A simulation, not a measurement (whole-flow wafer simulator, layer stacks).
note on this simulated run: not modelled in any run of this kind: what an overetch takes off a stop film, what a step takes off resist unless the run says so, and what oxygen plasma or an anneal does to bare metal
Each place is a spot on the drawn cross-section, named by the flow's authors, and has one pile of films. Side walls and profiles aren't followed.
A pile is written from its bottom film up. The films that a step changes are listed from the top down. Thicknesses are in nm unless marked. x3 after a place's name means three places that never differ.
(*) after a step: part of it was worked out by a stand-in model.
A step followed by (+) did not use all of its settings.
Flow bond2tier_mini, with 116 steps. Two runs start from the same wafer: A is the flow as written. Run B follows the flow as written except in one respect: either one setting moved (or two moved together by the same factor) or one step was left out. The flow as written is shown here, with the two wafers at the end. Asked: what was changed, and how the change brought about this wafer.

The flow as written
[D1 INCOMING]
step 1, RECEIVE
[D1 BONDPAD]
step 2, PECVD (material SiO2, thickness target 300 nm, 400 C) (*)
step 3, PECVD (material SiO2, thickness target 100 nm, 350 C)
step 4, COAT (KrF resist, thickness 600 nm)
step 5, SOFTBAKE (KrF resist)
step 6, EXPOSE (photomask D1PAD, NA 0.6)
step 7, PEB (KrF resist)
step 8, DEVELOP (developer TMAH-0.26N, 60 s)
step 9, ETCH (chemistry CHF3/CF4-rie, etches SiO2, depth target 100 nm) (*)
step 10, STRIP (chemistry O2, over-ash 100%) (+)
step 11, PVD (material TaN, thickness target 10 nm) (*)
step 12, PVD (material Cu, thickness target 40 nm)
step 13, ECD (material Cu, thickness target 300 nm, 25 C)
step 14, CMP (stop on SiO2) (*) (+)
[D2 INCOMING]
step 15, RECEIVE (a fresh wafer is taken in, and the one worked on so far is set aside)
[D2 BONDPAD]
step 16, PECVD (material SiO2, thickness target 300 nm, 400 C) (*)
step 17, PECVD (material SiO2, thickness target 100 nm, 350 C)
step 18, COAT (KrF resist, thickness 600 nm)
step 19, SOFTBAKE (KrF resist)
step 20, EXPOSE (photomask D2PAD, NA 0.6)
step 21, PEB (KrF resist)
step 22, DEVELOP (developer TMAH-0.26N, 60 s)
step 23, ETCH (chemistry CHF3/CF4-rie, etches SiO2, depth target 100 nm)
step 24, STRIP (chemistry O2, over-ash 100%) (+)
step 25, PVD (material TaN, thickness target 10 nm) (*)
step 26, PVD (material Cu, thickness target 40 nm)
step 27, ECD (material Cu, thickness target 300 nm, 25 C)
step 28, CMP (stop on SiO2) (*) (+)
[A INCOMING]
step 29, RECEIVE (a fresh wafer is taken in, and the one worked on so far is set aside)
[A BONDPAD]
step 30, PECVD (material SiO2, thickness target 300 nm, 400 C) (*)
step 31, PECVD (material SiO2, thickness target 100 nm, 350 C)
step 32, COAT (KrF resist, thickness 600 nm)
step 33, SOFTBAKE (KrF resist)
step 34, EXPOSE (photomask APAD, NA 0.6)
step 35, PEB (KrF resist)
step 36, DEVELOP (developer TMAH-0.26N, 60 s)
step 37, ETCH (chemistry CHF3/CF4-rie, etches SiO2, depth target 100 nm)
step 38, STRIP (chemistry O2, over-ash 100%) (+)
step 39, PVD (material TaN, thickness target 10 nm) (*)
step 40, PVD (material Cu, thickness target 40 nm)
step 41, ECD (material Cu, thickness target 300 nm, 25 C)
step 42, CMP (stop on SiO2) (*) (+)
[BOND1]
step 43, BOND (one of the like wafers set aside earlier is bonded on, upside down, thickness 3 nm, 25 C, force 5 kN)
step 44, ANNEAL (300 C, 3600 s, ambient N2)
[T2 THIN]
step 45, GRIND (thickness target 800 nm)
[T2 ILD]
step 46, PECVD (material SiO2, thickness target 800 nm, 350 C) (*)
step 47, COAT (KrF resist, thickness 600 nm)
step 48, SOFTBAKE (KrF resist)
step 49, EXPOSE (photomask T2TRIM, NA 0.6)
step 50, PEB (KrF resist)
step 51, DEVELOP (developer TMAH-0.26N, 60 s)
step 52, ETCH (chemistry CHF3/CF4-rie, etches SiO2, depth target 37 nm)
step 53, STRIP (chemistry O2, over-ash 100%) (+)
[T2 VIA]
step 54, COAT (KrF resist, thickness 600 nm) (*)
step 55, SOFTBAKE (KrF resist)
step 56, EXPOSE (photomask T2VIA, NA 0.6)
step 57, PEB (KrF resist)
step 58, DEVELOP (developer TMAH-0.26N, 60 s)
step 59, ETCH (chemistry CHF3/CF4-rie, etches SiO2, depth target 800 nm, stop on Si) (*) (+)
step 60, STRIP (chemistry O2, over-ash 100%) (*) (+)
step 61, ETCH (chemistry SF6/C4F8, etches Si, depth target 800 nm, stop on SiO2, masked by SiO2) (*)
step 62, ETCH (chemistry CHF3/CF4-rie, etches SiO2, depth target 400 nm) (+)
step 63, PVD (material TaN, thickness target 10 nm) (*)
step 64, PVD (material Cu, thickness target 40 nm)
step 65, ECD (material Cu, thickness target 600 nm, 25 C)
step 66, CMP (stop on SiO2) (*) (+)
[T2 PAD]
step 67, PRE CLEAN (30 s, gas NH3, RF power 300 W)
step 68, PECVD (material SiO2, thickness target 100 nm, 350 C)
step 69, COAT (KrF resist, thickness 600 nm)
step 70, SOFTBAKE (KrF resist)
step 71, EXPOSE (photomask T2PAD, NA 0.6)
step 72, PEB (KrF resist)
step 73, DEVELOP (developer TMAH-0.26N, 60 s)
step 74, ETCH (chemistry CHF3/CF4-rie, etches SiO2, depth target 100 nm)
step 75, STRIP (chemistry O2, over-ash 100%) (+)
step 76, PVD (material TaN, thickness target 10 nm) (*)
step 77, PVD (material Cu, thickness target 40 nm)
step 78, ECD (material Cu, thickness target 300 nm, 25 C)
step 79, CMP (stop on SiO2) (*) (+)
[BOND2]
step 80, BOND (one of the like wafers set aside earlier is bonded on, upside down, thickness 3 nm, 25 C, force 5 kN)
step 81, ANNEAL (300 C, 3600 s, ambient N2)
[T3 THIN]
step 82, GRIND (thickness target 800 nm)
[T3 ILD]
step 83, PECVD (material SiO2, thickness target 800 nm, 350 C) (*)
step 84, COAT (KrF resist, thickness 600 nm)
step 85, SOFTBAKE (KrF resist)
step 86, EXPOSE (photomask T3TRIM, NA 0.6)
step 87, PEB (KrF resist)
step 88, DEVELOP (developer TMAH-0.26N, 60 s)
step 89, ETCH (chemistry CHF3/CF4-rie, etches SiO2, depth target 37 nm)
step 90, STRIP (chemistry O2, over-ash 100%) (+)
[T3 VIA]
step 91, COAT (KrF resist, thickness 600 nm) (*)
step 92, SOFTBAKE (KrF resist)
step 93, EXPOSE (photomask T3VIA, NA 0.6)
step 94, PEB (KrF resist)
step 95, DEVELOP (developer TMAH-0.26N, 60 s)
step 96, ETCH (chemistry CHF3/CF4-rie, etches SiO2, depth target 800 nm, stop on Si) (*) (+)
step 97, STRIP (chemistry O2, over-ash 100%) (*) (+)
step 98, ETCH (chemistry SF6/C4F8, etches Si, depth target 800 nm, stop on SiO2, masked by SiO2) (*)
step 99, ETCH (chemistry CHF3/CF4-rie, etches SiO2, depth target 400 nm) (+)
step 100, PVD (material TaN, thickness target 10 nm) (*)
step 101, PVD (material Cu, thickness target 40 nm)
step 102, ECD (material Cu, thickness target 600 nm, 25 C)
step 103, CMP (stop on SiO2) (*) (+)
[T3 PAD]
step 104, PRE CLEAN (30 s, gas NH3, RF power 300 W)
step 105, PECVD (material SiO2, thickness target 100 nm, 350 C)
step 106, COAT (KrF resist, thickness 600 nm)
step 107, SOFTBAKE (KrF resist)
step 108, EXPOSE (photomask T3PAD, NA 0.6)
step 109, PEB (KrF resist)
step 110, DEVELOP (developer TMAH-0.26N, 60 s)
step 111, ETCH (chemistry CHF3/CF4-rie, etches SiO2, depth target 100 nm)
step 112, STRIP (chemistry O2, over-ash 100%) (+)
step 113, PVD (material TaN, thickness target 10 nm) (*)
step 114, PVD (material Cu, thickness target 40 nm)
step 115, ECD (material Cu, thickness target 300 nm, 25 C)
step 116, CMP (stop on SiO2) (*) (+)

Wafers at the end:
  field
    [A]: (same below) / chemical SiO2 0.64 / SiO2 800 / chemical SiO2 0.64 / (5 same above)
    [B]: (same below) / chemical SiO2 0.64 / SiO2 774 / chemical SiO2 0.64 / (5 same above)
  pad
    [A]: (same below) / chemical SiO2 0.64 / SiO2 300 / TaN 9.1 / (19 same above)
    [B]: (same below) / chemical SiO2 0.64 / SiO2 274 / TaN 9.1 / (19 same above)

Cause: step 31, PECVD: thickness target 74 nm was run, while the flow as written has thickness target 100 nm.

The path from the change to this, step by step:
  step 31, PECVD (material SiO2, thickness target 100 nm, 350 C)
      field, pad, via: A SiO2 gains 100 | B SiO2 gains 74
